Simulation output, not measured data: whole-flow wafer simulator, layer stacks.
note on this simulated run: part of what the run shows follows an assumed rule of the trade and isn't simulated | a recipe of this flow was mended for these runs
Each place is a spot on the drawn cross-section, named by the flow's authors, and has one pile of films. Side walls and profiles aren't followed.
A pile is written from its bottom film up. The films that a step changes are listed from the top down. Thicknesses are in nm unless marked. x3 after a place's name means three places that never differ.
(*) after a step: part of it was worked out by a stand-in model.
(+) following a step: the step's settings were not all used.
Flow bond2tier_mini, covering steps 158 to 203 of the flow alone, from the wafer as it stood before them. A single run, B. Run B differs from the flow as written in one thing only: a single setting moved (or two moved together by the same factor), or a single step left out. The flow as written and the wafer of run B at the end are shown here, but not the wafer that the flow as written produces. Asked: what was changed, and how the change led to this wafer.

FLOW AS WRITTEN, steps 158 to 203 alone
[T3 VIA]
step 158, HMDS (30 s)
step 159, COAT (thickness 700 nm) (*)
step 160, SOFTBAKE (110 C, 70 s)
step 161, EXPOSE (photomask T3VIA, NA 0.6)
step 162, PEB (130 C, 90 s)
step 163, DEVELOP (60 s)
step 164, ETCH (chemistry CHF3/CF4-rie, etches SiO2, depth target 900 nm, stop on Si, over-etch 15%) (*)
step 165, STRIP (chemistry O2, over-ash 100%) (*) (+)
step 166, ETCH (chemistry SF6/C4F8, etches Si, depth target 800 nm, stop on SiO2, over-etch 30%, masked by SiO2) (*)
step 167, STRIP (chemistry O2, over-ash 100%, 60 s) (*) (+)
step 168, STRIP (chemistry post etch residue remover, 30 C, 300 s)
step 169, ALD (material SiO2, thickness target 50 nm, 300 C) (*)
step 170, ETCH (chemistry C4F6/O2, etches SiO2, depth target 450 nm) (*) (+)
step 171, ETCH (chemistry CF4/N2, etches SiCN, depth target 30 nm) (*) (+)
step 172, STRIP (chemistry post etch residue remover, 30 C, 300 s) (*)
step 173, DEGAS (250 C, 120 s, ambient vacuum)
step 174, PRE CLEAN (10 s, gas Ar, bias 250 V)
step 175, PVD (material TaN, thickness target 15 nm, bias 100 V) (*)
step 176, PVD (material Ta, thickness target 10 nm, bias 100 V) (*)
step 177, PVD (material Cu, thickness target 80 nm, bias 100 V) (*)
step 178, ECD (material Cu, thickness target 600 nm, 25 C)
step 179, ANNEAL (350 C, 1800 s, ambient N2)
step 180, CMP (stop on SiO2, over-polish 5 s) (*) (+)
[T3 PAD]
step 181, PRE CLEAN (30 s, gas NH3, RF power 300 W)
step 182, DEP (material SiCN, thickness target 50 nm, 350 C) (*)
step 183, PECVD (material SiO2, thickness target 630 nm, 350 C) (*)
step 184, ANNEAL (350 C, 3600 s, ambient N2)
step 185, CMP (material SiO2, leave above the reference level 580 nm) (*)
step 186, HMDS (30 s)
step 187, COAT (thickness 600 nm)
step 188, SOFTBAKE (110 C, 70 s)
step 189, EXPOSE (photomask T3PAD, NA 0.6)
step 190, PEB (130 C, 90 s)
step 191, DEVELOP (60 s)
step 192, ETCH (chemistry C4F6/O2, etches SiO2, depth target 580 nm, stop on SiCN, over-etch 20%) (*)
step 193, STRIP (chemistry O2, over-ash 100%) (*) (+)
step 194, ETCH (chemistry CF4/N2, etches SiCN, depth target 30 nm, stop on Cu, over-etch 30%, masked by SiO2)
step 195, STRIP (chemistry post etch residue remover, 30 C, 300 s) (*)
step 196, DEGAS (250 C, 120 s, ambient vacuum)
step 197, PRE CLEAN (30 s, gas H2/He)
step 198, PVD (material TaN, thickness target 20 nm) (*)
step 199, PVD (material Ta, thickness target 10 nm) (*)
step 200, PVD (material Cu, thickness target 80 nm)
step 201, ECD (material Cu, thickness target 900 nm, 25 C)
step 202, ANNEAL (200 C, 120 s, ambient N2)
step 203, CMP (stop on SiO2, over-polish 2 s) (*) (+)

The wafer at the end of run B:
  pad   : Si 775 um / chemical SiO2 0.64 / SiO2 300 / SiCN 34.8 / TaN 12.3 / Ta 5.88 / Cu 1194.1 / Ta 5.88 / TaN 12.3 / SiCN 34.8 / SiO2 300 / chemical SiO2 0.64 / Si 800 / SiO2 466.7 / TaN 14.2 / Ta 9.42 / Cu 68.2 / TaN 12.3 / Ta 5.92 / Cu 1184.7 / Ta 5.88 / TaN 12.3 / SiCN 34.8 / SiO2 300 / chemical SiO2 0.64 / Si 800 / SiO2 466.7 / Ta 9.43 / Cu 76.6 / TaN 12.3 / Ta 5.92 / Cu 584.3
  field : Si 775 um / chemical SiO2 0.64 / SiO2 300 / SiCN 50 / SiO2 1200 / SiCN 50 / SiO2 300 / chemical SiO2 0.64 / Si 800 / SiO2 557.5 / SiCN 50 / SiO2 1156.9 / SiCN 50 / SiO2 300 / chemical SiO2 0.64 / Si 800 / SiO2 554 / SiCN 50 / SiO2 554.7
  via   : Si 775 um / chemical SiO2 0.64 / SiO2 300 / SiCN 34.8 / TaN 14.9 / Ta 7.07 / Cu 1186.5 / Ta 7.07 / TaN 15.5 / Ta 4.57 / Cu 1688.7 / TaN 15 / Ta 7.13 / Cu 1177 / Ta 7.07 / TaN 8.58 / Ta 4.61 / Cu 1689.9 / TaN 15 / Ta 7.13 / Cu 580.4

What caused this: step 175, PVD: material TaN, thickness target 15 nm, bias 100 V (*), was omitted.

Step by step, how the change led to this:
  step 180, CMP (stop on SiO2, over-polish 5 s) (*) (+)
      field: Cu loses 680 (all of it), Ta loses 10 (all of it), SiO2 loses 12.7 (it would be, as written: Cu loses 680 (all of it), Ta loses 10 (all of it), TaN loses 15 (all of it), SiO2 loses 9.22)
  step 185, CMP (material SiO2, leave above the reference level 580 nm) (*)
      field: SiO2 loses 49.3 (it would be, as written: SiO2 loses 47.1)
